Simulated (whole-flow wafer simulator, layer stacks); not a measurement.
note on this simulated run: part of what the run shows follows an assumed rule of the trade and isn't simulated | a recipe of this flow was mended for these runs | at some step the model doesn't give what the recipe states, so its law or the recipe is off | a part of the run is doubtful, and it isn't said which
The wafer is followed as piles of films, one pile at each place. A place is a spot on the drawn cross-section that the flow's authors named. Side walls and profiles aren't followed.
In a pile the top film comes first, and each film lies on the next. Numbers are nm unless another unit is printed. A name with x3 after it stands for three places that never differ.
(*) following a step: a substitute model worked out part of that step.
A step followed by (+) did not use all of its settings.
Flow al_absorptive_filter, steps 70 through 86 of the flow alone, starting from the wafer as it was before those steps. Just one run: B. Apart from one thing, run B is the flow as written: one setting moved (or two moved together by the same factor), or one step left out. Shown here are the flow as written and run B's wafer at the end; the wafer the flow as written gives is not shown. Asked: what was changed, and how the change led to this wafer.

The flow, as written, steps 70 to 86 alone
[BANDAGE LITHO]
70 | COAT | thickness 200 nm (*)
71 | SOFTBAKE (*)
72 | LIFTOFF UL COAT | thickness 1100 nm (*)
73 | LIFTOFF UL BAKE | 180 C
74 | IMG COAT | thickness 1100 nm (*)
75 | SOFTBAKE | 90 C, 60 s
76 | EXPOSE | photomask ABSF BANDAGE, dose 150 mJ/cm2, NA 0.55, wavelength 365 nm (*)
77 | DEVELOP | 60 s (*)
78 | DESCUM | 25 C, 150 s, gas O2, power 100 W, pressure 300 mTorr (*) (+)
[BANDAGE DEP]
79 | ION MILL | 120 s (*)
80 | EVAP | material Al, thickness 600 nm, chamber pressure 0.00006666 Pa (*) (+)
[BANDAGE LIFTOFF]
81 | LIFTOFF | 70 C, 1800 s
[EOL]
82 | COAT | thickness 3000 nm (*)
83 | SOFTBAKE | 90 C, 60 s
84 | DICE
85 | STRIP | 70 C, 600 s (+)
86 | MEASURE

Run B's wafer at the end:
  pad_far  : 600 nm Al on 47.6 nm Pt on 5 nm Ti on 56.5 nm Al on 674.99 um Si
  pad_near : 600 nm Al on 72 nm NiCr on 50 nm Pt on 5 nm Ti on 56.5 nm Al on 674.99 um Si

Cause: step 79, ION MILL: 20 s was run, whereas the flow has 120 s.

The path from the change to this, step by step:
  79 | ION MILL | 120 s (*)
      gnd, ledge, res and 9 more: i-line-resist loses 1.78 (as written it would have been: i-line-resist loses 10.7)
      pad_far: Pt loses 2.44 (as written it would have been: Pt loses 14.7)
      (and at 1 other place as well)
